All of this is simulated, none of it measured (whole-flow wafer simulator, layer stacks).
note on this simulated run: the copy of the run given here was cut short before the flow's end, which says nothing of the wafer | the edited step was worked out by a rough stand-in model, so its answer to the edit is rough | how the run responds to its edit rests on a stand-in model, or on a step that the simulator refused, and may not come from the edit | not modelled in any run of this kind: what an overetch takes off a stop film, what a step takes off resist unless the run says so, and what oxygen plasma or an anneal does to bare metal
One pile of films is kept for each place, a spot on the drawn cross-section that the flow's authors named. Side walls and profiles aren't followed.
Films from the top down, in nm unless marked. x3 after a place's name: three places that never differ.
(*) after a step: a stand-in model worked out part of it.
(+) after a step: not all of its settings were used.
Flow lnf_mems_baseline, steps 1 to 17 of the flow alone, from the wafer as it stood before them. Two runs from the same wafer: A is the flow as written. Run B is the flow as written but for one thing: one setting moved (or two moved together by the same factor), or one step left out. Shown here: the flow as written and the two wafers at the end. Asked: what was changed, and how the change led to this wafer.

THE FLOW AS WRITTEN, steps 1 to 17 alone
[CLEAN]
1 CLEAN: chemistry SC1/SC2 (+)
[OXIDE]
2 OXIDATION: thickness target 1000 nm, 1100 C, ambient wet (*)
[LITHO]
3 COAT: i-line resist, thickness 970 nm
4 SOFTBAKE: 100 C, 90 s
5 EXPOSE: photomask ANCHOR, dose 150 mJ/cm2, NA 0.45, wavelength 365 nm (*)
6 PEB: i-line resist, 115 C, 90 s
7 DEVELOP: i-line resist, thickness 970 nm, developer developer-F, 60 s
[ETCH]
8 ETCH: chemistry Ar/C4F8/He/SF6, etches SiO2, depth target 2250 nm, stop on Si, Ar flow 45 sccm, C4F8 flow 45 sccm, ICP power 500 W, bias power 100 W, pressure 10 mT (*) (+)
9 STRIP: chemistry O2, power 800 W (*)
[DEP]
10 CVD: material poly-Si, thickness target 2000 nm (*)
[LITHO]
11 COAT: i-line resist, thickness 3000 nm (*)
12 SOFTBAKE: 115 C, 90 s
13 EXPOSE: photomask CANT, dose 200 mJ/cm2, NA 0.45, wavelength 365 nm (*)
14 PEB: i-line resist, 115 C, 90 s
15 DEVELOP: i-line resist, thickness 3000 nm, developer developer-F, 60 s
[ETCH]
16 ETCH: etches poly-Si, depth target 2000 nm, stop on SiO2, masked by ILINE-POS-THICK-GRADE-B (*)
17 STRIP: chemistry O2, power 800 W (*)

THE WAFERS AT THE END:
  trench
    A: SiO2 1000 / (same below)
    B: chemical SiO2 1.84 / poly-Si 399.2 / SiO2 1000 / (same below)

The cause: step 16, ETCH: depth target 1600 nm was run, where the flow has depth target 2000 nm.

How the change led to this, step by step:
  16 ETCH: etches poly-Si, depth target 2000 nm, stop on SiO2, masked by ILINE-POS-THICK-GRADE-B (*)
      trench, char_slit: A poly-Si -2000 (all of it) | B poly-Si -1600
      field, anchor, beam: A i-line resist -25 | B i-line resist -20
  17 STRIP: chemistry O2, power 800 W (*)
      trench, char_slit: A nothing | B chemical SiO2 +1.84 (new film), poly-Si -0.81
